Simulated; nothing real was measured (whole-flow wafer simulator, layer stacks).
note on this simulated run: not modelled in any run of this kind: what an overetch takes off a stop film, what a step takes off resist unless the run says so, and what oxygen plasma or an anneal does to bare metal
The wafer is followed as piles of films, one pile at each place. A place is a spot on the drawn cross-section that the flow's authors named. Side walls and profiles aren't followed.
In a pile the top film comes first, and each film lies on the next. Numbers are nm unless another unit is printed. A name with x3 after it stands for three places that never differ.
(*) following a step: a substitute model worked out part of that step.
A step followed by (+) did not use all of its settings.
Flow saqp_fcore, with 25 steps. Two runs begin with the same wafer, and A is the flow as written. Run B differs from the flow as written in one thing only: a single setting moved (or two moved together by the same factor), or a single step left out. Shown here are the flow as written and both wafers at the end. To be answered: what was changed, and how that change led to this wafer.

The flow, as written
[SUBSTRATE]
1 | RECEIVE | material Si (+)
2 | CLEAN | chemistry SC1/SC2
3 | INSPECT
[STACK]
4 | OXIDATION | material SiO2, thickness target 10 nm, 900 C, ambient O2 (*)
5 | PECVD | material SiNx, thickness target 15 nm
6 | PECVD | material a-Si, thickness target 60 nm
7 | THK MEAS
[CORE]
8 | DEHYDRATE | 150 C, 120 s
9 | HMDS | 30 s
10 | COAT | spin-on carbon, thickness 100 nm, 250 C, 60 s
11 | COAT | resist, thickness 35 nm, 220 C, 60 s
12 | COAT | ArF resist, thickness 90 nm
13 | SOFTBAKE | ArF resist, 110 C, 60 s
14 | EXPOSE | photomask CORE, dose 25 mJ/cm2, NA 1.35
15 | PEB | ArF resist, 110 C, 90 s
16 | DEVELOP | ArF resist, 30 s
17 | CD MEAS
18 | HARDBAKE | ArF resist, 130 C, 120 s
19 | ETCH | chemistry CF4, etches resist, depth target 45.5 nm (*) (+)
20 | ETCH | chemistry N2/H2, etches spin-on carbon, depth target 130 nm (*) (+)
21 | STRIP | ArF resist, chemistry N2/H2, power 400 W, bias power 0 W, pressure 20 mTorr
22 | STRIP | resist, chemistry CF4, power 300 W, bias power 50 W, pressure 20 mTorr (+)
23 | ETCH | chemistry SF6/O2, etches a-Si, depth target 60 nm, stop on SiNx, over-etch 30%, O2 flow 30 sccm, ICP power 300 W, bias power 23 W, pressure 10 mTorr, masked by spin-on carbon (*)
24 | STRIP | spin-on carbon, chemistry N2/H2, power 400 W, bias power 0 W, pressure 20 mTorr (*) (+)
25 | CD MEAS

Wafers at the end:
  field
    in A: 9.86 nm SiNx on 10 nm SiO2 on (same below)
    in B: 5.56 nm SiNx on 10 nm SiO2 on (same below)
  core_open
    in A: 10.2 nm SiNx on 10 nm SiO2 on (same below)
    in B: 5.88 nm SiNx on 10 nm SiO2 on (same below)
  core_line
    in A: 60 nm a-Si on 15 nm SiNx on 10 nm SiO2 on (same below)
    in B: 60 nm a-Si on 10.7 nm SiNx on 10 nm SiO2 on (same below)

What caused this: step 5, PECVD: thickness target 10.7 nm was run, while the flow as written has thickness target 15 nm.
One can read it off the wafer: core_line has SiNx 10.7, and step 5 as written asks for 15 nm.

The path from the change to this, step by step:
  5 | PECVD | material SiNx, thickness target 15 nm
      field, core_open, core_line: A SiNx gains 15 (new film) | B SiNx gains 10.7 (new film)
